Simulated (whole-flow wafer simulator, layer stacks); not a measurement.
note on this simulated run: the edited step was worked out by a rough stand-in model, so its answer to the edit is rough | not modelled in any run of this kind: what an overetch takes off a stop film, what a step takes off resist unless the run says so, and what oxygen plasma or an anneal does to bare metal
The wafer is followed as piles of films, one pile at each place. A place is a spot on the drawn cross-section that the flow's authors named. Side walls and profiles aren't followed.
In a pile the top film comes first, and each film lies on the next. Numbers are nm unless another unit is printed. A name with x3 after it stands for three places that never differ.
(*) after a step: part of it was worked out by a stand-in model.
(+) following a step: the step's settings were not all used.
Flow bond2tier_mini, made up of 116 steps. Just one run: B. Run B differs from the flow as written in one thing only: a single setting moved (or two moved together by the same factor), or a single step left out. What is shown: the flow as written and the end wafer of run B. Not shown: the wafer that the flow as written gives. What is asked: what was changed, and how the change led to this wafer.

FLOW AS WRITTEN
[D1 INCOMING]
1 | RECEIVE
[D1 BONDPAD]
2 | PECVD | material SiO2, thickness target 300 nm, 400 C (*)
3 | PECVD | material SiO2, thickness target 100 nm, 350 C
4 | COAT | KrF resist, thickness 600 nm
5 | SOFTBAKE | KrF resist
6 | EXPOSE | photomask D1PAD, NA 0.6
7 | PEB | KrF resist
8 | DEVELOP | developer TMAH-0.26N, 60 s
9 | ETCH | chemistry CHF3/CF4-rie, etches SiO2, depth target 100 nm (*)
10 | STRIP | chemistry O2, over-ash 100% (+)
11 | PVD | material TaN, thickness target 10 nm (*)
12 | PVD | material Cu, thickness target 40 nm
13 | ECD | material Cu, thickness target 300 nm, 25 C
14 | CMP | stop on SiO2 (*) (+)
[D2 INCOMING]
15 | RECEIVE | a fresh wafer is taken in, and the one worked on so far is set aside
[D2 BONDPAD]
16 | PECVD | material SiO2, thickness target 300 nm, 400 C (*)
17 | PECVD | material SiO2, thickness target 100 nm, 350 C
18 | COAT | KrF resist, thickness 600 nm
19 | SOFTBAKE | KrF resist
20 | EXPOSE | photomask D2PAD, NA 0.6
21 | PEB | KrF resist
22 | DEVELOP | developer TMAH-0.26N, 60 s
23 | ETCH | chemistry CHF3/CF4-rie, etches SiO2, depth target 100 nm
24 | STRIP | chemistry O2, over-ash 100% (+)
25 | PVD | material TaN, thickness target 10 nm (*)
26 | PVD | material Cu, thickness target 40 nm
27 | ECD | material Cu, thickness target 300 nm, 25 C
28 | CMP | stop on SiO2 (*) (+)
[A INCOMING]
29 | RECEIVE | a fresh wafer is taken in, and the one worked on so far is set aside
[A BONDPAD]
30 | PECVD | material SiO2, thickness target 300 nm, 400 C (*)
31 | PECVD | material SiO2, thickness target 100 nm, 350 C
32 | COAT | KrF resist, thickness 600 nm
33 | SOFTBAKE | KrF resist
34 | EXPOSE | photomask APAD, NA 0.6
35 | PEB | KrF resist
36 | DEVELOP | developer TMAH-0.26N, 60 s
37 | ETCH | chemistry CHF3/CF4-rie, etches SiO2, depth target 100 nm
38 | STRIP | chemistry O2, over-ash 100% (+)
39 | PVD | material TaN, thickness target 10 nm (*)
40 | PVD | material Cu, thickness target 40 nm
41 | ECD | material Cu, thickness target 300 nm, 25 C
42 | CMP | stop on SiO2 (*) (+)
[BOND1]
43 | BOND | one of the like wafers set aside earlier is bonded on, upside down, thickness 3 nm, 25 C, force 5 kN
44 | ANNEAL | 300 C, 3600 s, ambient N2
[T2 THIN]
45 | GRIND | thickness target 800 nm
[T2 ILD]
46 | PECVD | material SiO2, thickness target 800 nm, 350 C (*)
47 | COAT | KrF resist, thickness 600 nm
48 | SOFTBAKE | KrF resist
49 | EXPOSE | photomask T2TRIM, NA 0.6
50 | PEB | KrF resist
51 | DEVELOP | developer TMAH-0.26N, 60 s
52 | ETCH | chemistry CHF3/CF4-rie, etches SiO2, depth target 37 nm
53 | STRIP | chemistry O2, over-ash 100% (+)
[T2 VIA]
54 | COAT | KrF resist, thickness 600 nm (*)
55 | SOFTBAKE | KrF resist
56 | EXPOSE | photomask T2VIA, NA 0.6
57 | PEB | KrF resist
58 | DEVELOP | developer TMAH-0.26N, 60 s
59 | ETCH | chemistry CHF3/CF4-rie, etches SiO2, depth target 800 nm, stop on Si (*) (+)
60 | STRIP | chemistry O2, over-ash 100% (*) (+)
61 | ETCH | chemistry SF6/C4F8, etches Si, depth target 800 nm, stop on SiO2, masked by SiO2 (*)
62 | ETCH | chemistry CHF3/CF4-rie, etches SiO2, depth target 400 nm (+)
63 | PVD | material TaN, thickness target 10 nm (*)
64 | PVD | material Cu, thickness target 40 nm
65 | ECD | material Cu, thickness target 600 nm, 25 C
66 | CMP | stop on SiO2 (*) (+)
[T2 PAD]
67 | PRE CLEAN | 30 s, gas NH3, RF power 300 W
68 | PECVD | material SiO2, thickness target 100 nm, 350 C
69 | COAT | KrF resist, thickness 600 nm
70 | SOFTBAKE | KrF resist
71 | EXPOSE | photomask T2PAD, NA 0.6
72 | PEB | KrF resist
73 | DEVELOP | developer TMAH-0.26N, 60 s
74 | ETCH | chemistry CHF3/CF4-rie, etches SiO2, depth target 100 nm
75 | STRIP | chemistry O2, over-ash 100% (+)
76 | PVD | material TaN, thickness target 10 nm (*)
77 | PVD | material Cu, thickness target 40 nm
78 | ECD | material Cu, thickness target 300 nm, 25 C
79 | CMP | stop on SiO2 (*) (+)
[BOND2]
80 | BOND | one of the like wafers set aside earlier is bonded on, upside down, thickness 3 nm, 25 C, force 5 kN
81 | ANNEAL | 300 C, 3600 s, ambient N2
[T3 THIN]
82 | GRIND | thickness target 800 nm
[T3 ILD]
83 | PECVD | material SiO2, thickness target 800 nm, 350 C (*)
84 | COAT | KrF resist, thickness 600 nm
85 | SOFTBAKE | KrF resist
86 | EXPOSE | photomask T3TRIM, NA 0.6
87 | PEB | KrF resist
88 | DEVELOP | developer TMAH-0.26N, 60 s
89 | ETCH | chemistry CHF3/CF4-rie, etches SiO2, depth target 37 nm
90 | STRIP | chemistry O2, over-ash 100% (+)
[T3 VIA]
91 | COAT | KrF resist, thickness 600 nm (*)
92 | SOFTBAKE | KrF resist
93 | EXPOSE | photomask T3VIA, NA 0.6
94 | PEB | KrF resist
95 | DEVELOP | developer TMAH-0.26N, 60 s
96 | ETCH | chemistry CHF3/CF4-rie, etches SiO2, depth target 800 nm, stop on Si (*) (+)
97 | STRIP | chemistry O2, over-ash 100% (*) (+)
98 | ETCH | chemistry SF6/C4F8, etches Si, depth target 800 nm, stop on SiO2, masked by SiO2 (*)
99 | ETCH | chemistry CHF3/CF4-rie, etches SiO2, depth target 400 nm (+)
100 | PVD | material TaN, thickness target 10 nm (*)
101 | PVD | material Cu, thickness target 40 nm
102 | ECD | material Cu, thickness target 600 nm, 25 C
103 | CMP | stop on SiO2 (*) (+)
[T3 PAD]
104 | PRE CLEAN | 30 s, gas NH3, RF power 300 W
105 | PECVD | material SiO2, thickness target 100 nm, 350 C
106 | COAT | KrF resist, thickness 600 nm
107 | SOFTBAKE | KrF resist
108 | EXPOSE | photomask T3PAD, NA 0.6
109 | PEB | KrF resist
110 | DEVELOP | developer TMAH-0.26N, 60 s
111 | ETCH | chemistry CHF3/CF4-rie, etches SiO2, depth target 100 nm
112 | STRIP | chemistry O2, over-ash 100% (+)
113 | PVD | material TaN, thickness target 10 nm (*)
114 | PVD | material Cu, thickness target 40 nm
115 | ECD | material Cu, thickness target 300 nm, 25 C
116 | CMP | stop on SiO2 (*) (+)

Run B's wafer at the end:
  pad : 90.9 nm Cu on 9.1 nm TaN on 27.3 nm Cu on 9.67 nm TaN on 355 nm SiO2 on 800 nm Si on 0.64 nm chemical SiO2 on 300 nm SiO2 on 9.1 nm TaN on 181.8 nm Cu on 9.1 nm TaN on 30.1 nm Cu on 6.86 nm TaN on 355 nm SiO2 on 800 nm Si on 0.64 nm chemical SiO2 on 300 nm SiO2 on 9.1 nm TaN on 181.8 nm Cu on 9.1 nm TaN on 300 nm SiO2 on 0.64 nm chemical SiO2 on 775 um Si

Cause: step 63, PVD: thickness target 7.1 nm was run, whereas the flow has thickness target 10 nm.

How this came from the change, step by step:
  63 | PVD | material TaN, thickness target 10 nm (*)
      field: +7.1 TaN (new film) (as written it would have been: +10 TaN (new film))
      pad: +6.86 TaN (new film) (as written it would have been: +9.67 TaN (new film))
  66 | CMP | stop on SiO2 (*) (+)
      field: -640 Cu (all of it), -7.1 TaN (all of it) (as written it would have been: -640 Cu (all of it), -10 TaN (all of it))
